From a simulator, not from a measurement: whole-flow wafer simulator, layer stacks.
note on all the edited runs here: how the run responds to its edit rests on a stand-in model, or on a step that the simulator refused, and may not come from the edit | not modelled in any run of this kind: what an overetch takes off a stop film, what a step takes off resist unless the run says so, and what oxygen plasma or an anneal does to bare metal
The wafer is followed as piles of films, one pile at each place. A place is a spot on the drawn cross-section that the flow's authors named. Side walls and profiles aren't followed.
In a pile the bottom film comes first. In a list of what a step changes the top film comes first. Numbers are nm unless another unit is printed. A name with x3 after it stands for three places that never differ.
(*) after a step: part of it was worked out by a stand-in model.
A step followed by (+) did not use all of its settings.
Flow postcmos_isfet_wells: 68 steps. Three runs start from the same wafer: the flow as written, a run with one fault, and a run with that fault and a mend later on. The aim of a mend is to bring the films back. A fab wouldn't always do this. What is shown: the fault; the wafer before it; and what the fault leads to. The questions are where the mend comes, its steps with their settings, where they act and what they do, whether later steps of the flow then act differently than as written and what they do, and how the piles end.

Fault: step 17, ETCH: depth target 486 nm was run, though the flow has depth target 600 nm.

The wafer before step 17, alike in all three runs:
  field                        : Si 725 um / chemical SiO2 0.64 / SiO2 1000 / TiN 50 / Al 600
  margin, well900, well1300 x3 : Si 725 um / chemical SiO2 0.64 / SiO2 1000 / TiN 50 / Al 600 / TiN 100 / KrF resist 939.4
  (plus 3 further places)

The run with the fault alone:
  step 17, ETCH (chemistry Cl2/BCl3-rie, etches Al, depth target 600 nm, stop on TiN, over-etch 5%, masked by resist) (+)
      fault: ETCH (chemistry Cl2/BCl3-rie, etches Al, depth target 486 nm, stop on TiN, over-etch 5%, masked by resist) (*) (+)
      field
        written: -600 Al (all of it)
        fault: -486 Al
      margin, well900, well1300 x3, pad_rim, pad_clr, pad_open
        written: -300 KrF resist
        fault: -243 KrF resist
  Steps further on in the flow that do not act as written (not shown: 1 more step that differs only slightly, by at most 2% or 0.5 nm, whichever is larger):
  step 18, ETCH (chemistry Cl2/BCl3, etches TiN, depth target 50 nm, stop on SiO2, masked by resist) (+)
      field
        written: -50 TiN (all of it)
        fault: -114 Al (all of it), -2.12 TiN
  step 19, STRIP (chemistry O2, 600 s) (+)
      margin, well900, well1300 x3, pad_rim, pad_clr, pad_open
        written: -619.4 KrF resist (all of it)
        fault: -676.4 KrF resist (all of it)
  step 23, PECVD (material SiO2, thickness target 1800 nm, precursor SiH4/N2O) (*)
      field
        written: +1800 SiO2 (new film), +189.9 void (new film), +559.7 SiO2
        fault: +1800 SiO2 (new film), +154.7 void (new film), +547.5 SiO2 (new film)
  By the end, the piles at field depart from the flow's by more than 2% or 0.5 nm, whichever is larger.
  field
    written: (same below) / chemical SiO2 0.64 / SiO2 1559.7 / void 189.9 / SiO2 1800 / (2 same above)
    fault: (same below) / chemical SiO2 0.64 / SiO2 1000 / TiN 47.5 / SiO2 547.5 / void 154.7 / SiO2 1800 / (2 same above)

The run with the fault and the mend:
  After step 17 comes the mend.
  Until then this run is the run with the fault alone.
  step 17a, ETCH (chemistry Cl2/BCl3-rie, etches Al, depth target 114 nm, stop on TiN, over-etch 5%, masked by resist) (the flow's step 17, run once more with other settings)
      margin, well900, well1300 x3, pad_rim, pad_clr, pad_open
        -57 KrF resist
      field
        -114 Al (all of it)
  Later steps of the flow that are run all act as written at every place that is followed.
  By the end, the piles equal the flow's at every place that both follow.
